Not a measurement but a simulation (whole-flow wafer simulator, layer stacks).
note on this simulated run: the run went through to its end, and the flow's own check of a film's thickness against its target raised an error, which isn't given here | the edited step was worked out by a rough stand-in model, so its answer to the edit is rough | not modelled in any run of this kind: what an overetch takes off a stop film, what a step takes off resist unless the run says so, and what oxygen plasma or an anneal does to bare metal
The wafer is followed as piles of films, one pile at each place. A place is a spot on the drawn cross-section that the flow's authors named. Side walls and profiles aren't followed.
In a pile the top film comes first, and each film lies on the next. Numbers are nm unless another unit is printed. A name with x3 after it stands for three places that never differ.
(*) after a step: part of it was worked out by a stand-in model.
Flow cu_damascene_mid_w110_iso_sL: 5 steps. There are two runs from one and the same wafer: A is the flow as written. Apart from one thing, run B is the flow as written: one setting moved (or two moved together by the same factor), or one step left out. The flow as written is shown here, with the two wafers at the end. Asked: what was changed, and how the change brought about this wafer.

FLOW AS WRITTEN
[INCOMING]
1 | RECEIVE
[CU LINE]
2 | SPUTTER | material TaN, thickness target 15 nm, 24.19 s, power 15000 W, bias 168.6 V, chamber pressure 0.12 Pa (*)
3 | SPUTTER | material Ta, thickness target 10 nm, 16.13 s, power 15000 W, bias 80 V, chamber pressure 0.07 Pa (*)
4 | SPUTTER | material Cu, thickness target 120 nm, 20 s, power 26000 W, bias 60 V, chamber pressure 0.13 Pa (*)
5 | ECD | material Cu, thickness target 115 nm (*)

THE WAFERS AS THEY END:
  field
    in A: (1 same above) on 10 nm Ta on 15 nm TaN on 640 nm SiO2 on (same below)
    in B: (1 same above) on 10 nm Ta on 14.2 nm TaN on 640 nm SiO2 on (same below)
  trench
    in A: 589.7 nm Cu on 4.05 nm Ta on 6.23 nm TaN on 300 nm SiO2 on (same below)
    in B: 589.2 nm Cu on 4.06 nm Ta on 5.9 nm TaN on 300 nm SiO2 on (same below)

The reason: step 2, SPUTTER: thickness target 14.2 nm was run, though the flow has thickness target 15 nm; step 2, SPUTTER: 22.98 s was run, where the flow has 24.19 s.
One can read it off the wafer: field has TaN 14.2, and step 2 as written asks for 15 nm.

How this came from the change, step by step:
  2 | SPUTTER | material TaN, thickness target 15 nm, 24.19 s, power 15000 W, bias 168.6 V, chamber pressure 0.12 Pa (*)
      field: A TaN gains 15 (new film) | B TaN gains 14.2 (new film)
